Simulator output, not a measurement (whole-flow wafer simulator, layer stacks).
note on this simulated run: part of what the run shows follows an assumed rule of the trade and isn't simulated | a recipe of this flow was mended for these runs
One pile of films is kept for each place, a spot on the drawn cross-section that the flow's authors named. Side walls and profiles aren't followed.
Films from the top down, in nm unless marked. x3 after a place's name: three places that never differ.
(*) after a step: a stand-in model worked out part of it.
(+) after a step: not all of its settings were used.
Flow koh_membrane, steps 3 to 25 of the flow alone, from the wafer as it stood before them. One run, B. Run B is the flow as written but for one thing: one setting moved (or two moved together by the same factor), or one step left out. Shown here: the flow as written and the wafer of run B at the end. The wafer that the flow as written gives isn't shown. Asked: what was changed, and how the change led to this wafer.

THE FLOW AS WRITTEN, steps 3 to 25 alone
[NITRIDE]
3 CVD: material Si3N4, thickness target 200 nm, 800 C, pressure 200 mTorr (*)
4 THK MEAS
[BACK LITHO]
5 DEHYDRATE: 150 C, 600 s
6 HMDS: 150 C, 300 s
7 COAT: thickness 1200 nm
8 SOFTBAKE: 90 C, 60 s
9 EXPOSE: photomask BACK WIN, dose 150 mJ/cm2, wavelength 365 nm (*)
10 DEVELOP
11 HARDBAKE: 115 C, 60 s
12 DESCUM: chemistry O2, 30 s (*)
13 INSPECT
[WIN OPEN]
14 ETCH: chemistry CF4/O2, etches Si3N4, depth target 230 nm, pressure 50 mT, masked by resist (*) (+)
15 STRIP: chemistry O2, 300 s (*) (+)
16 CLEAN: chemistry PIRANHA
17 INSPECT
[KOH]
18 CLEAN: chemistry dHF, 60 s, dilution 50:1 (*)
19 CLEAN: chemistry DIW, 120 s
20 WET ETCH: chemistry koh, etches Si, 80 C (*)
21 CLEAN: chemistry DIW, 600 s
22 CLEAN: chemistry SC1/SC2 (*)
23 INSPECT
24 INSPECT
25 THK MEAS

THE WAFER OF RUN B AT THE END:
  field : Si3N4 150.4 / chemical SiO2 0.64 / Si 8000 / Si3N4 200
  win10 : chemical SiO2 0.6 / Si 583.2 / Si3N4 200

The cause: step 3, CVD: thickness target 152 nm was run, where the flow has thickness target 200 nm.

How the change led to this, step by step:
  3 CVD: material Si3N4, thickness target 200 nm, 800 C, pressure 200 mTorr (*)
      field, win20 x4, win10: Si3N4 +152 (new film) (as written it would be: Si3N4 +200 (new film))
  14 ETCH: chemistry CF4/O2, etches Si3N4, depth target 230 nm, pressure 50 mT, masked by resist (*) (+)
      win20 x4, win10: Si3N4 -152 (all of it), chemical SiO2 -0.64 (all of it), Si -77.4 (as written it would be: Si3N4 -200 (all of it), chemical SiO2 -0.64 (all of it), Si -29.4)
